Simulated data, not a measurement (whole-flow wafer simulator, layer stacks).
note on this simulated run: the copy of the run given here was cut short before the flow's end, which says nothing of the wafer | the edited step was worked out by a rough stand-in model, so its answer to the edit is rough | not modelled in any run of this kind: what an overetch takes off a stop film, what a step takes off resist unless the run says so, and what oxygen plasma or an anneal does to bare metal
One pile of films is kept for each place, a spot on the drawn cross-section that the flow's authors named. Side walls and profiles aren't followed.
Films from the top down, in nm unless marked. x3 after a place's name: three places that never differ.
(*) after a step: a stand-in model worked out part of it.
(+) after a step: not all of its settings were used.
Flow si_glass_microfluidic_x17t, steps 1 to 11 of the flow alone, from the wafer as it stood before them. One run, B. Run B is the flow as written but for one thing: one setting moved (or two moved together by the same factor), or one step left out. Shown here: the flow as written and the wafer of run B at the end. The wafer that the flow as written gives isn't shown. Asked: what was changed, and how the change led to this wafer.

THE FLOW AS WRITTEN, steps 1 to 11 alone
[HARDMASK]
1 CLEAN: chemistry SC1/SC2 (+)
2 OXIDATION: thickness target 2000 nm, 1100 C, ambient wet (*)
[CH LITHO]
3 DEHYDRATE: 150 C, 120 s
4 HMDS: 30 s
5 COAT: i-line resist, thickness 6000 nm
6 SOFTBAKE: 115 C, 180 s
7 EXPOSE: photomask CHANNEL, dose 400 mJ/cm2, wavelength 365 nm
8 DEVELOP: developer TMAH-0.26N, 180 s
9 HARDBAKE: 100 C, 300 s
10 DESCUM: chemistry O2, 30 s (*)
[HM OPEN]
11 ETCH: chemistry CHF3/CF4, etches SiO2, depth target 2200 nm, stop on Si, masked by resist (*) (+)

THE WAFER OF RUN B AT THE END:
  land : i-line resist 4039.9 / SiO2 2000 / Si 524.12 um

The cause: step 11, ETCH: depth target 2310 nm was run, where the flow has depth target 2200 nm.

How the change led to this, step by step:
  11 ETCH: chemistry CHF3/CF4, etches SiO2, depth target 2200 nm, stop on Si, masked by resist (*) (+)
      land: i-line resist -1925 (as written it would be: i-line resist -1833.3)
